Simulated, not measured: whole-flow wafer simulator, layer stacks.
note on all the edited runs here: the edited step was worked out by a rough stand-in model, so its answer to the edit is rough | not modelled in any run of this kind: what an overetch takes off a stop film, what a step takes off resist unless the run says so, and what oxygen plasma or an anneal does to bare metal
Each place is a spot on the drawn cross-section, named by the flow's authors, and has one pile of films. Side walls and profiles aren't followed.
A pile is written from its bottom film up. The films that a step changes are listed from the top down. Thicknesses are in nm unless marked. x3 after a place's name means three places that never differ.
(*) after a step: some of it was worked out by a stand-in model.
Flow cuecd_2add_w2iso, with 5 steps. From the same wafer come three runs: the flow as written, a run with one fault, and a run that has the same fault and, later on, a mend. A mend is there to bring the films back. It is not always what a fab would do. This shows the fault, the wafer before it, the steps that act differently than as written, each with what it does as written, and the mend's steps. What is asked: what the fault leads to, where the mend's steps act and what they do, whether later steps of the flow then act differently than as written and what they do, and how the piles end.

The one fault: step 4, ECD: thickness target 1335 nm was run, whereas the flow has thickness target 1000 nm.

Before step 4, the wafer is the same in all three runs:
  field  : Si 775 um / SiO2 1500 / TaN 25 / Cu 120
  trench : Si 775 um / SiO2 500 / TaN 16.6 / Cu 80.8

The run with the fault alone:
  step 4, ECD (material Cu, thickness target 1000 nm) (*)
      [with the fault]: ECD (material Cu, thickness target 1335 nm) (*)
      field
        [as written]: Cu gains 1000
        [with the fault]: Cu gains 1335
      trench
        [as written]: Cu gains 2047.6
        [with the fault]: Cu gains 2382.6
  Later steps of the flow that are run all act as written at every place that is followed.
  At field, trench, the piles at the end differ from the flow's by more than 2% or 0.5 nm, whichever is larger.
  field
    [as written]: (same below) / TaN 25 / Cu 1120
    [with the fault]: (same below) / TaN 25 / Cu 1455
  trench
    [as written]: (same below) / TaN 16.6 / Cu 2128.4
    [with the fault]: (same below) / TaN 16.6 / Cu 2463.4

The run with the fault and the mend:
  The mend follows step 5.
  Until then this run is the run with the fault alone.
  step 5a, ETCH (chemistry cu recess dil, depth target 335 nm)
      field, trench
        Cu loses 335
  Later steps of the flow that are run all act as written at every place that is followed.
  The piles end the same as the flow's at every place that both follow.
